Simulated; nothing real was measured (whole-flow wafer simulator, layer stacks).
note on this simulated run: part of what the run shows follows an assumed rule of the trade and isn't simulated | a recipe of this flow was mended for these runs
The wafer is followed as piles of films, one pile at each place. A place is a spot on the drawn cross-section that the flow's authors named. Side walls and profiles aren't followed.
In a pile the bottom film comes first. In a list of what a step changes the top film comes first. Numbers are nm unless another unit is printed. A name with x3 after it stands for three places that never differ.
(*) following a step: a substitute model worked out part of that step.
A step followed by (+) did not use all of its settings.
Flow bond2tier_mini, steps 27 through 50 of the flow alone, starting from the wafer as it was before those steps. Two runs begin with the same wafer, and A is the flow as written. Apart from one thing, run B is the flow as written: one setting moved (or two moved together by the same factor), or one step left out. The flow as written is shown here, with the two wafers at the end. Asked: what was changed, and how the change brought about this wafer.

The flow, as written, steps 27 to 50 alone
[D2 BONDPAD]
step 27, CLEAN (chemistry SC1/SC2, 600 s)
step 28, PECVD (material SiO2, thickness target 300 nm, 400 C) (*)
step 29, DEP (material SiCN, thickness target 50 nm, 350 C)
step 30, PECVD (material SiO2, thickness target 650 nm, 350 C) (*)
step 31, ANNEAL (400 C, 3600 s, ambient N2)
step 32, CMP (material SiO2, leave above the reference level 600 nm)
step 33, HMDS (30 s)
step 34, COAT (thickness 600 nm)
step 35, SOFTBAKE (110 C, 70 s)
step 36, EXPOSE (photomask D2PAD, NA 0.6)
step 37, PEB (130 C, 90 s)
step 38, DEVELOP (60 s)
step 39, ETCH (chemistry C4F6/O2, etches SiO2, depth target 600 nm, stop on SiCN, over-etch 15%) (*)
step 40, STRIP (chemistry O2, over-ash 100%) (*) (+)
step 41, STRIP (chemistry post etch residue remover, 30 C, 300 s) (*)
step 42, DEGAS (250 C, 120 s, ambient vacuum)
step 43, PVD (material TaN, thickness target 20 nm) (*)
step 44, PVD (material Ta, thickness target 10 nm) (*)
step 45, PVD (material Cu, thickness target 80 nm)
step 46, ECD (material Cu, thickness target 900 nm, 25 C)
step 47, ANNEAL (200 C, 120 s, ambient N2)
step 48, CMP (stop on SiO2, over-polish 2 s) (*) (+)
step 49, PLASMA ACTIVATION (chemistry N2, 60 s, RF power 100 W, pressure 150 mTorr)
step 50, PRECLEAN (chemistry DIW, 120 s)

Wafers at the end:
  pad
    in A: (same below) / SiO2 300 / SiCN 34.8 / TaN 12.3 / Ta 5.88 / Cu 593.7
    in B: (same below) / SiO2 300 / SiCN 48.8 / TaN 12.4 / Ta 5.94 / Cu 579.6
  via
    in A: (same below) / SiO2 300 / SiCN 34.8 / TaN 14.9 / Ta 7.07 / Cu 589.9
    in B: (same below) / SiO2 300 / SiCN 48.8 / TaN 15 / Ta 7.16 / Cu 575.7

The reason: step 39, ETCH: depth target 528 nm was run, though the flow has depth target 600 nm.

How this came from the change, step by step:
  step 39, ETCH (chemistry C4F6/O2, etches SiO2, depth target 600 nm, stop on SiCN, over-etch 15%) (*)
      pad, via: A SiO2 loses 600 (all of it), SiCN loses 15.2 | B SiO2 loses 600 (all of it), SiCN loses 1.21
      field: A thick-KrF-resist loses 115 | B thick-KrF-resist loses 101.2
  step 40, STRIP (chemistry O2, over-ash 100%) (*) (+)
      field: A thick-KrF-resist loses 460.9 (all of it) | B thick-KrF-resist loses 474.7 (all of it)
